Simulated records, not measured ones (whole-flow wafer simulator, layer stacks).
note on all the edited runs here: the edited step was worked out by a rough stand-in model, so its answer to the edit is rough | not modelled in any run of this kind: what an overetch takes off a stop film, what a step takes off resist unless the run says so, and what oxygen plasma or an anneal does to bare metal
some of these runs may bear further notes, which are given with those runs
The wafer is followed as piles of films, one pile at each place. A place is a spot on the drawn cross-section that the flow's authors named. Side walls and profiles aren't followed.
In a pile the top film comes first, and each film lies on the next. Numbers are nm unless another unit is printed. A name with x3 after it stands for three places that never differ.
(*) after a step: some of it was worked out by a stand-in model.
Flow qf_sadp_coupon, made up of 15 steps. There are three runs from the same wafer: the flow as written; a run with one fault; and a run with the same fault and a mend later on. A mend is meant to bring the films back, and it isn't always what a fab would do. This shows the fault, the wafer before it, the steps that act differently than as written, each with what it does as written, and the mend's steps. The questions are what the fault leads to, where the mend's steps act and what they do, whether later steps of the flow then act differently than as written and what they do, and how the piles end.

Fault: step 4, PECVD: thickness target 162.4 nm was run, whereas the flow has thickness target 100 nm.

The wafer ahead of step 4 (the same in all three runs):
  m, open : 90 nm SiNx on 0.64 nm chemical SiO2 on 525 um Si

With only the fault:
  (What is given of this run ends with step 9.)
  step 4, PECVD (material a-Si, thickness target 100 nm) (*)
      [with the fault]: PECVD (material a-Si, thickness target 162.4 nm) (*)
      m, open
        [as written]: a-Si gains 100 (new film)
        [with the fault]: a-Si gains 162.4 (new film)
  None of the later steps of the flow up to step 9 acts differently than as written at any place that is followed.
  Once step 9 is done, the piles at m, open depart from the flow's by more than 2% or 0.5 nm, whichever is larger.
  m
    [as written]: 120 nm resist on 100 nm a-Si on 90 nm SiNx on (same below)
    [with the fault]: 120 nm resist on 162.4 nm a-Si on 90 nm SiNx on (same below)
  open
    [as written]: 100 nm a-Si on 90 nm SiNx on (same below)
    [with the fault]: 162.4 nm a-Si on 90 nm SiNx on (same below)

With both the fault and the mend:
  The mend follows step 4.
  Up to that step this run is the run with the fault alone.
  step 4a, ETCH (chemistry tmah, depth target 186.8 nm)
      m, open
        a-Si loses 162.4 (all of it)
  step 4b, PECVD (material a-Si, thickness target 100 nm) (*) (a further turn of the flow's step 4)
      m, open
        a-Si gains 100 (new film)
  None of the later steps of the flow acts differently than as written at any place that is followed.
  By the end, the piles equal the flow's at every place that both follow.
